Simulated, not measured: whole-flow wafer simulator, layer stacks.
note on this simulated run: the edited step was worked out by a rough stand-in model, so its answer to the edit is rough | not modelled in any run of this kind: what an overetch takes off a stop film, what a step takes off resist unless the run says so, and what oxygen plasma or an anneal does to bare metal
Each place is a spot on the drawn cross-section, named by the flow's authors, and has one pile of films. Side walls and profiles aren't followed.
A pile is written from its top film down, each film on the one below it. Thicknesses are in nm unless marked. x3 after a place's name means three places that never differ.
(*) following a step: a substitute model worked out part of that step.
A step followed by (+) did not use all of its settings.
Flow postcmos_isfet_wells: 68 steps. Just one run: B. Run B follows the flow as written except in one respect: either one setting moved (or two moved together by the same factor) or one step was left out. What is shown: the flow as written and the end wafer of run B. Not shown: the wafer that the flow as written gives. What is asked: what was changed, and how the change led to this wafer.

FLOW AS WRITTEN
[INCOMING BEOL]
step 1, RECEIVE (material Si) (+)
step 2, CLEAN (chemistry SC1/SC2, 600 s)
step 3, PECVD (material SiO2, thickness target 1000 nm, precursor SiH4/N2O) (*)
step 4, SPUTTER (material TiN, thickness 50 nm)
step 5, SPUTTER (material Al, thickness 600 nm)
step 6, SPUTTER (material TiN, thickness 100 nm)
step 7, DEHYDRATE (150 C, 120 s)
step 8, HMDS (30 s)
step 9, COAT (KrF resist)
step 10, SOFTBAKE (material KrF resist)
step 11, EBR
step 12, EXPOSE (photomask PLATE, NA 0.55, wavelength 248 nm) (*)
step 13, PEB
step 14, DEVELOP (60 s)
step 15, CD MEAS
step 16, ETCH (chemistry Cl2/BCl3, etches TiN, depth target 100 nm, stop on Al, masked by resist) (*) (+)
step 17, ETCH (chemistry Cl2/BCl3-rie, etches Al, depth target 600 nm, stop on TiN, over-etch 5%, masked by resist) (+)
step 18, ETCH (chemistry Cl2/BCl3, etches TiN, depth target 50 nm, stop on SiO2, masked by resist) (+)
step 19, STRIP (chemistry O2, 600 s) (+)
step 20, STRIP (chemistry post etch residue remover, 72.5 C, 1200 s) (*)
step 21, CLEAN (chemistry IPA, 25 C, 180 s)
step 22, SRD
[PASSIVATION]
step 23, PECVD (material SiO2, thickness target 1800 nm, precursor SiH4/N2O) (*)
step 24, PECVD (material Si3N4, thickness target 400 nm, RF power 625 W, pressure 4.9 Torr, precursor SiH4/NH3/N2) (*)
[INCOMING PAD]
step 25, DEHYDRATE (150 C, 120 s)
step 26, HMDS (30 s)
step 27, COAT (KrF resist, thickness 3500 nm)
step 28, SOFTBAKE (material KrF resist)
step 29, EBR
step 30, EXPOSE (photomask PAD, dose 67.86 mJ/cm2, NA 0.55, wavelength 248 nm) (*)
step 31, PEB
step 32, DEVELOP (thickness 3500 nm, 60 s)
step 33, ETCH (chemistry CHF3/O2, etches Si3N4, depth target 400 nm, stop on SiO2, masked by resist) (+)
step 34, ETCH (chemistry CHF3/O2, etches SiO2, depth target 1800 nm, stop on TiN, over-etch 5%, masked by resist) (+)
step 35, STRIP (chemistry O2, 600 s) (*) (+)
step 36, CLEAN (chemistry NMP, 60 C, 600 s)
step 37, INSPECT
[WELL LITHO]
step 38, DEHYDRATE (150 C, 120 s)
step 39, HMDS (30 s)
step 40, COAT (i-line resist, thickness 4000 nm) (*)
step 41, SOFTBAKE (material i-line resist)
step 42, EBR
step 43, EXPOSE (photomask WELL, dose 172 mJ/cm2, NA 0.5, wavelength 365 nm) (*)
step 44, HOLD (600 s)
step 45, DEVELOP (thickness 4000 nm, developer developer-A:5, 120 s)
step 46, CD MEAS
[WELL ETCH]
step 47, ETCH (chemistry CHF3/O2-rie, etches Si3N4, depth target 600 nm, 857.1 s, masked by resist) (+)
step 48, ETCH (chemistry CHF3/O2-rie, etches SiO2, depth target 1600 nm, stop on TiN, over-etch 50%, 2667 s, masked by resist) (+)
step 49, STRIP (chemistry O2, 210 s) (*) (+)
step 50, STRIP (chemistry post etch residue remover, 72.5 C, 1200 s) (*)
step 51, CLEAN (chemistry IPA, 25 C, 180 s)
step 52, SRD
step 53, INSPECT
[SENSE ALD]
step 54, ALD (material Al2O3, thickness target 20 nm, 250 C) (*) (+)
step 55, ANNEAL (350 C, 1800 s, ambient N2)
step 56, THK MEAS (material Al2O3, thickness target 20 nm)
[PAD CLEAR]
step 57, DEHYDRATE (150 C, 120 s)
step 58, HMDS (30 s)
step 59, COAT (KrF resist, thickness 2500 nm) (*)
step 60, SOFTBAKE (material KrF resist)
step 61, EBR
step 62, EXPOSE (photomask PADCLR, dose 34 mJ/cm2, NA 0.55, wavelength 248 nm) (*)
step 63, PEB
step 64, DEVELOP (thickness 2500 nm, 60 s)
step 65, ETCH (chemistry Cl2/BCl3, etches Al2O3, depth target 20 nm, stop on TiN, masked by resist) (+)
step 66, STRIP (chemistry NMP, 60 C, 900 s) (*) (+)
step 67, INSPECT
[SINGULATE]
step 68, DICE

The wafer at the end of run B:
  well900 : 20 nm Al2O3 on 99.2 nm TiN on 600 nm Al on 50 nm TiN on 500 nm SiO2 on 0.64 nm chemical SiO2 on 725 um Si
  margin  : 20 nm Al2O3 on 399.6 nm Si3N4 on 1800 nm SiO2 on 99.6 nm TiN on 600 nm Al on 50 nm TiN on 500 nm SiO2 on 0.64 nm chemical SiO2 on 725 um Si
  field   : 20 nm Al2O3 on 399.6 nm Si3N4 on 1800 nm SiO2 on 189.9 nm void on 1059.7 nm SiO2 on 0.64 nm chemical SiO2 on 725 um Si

The reason: step 3, PECVD: thickness target 500 nm was run, while the flow as written has thickness target 1000 nm.
The wafer lets one read it off: well900 has SiO2 500, and step 3 as written asks for 1000 nm.

The path from the change to this, step by step:
  step 3, PECVD (material SiO2, thickness target 1000 nm, precursor SiH4/N2O) (*)
      field, margin, well900, well1300 x3, pad_rim, pad_clr, pad_open: +500 SiO2 (new film) (as written it would have been: +1000 SiO2 (new film))
